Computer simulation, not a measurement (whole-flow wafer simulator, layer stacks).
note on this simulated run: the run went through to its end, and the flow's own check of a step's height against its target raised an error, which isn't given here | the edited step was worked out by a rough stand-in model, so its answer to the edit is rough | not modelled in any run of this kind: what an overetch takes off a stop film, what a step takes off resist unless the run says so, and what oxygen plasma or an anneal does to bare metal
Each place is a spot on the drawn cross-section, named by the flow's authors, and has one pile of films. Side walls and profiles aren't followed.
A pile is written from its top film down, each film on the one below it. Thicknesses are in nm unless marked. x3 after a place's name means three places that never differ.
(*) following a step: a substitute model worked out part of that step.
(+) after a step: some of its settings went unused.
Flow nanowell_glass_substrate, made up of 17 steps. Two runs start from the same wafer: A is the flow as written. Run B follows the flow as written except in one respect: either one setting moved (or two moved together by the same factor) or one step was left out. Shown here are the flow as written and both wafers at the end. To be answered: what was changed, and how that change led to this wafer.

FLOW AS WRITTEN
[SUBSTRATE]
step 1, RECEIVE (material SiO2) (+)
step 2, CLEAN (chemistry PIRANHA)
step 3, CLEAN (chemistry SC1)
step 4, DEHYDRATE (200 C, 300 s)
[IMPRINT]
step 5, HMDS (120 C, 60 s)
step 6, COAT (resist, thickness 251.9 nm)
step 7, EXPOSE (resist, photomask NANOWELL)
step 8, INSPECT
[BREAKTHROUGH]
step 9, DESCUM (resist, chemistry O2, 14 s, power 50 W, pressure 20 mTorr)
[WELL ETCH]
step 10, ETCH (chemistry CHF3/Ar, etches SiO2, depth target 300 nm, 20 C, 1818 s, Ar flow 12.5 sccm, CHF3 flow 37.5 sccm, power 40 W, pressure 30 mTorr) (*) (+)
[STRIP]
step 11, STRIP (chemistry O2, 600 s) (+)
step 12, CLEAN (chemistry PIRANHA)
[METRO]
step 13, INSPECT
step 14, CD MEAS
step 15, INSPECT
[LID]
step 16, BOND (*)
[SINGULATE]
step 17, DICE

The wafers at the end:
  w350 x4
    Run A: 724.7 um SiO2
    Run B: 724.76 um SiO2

What caused this: step 10, ETCH: depth target 242.4 nm was run, while the flow as written has depth target 300 nm; step 10, ETCH: 1469 s was run, where the flow has 1818 s.

The path from the change to this, step by step:
  step 10, ETCH (chemistry CHF3/Ar, etches SiO2, depth target 300 nm, 20 C, 1818 s, Ar flow 12.5 sccm, CHF3 flow 37.5 sccm, power 40 W, pressure 30 mTorr) (*) (+)
      w350 x4: A SiO2 loses 300 | B SiO2 loses 242.4
      land: A resist loses 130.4 | B resist loses 105.4
  step 11, STRIP (chemistry O2, 600 s) (+)
      land: A resist loses 125.9 (all of it) | B resist loses 150.9 (all of it)
